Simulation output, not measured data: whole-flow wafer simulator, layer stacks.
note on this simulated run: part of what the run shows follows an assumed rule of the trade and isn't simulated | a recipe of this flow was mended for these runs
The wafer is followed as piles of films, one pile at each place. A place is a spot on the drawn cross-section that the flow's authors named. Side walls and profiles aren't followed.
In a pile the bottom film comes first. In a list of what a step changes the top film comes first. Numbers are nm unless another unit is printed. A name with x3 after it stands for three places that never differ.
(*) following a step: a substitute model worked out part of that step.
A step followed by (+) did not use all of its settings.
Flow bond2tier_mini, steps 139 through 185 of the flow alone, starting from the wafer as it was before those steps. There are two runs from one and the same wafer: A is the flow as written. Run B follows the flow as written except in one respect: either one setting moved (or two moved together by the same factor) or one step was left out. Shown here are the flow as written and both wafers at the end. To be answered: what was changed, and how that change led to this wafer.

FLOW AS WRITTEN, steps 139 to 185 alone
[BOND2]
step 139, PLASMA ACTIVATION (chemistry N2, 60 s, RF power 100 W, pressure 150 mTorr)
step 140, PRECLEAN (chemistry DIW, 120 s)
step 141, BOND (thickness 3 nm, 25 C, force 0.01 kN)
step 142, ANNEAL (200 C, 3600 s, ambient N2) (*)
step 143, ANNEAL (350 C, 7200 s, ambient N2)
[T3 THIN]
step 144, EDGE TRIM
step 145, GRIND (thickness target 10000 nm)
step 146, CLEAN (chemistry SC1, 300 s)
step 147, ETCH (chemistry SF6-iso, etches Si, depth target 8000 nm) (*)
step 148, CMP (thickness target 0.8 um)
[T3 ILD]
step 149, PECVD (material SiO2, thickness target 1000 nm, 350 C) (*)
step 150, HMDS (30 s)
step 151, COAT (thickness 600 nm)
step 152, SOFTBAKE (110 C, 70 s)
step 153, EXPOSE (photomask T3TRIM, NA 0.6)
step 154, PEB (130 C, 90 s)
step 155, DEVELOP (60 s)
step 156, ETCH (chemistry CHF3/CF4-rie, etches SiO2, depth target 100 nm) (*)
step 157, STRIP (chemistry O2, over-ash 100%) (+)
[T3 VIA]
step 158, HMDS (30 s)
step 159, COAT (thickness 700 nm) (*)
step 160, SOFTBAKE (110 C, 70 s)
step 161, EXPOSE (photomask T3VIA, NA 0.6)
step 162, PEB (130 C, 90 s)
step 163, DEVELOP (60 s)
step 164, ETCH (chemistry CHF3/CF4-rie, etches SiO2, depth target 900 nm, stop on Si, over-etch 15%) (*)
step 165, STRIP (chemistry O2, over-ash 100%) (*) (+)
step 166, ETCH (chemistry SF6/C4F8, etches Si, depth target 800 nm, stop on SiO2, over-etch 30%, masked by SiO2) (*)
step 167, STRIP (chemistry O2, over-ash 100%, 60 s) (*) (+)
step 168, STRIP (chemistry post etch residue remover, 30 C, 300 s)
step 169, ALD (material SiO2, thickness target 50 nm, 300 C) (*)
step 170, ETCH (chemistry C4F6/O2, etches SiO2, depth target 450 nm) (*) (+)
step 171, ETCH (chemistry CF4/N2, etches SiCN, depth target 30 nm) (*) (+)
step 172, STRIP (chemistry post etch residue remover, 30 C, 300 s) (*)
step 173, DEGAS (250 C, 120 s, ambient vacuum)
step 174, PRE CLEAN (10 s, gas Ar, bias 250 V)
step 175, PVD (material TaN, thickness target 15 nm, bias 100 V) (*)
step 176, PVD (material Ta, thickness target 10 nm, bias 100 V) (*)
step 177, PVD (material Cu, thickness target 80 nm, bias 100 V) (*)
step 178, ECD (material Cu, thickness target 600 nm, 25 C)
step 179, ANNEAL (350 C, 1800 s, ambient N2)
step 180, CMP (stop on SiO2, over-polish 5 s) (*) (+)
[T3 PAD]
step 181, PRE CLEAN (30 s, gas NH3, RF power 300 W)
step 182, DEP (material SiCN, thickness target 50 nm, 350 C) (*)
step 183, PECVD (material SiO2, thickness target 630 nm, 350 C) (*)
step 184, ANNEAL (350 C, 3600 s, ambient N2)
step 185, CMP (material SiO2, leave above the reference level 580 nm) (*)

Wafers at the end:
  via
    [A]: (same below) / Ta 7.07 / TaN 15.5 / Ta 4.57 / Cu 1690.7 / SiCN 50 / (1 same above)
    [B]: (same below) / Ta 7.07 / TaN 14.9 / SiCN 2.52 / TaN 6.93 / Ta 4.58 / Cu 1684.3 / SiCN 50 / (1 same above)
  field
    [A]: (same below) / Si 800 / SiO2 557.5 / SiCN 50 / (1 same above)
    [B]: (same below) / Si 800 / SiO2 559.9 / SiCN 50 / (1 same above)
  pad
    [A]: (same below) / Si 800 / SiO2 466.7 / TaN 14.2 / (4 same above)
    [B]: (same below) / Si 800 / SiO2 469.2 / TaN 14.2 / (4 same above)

The reason: step 166, ETCH: depth target 603 nm was run, though the flow has depth target 800 nm.

How this came from the change, step by step:
  step 166, ETCH (chemistry SF6/C4F8, etches Si, depth target 800 nm, stop on SiO2, over-etch 30%, masked by SiO2) (*)
      via: A Si loses 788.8 (all of it), chemical SiO2 loses 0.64 (all of it), SiO2 loses 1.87 | B Si loses 783.9
      field, pad: A SiO2 loses 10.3 | B SiO2 loses 7.84
  step 169, ALD (material SiO2, thickness target 50 nm, 300 C) (*)
      via: A SiO2 gains 50 | B SiO2 gains 50 (new film)
  step 170, ETCH (chemistry C4F6/O2, etches SiO2, depth target 450 nm) (*) (+)
      via: A SiO2 loses 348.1 (all of it), SiCN loses 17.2 | B SiO2 loses 50 (all of it), Si loses 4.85 (all of it), chemical SiO2 loses 0.64 (all of it), SiO2 loses 300 (all of it), SiCN loses 0.4
  step 171, ETCH (chemistry CF4/N2, etches SiCN, depth target 30 nm) (*) (+)
      via: A SiCN loses 17.6 (all of it), TaN loses 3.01 | B SiCN loses 30
  step 174, PRE CLEAN (10 s, gas Ar, bias 250 V)
      via: A TaN loses 3.19 | B SiCN loses 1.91
  step 175, PVD (material TaN, thickness target 15 nm, bias 100 V) (*)
      via: A TaN gains 6.94 | B TaN gains 6.93 (new film)
With metal films that touch counted as one body, via has 2 bodies (between them, from the top down: SiCN 2.52); the flow as written gives 1 body.
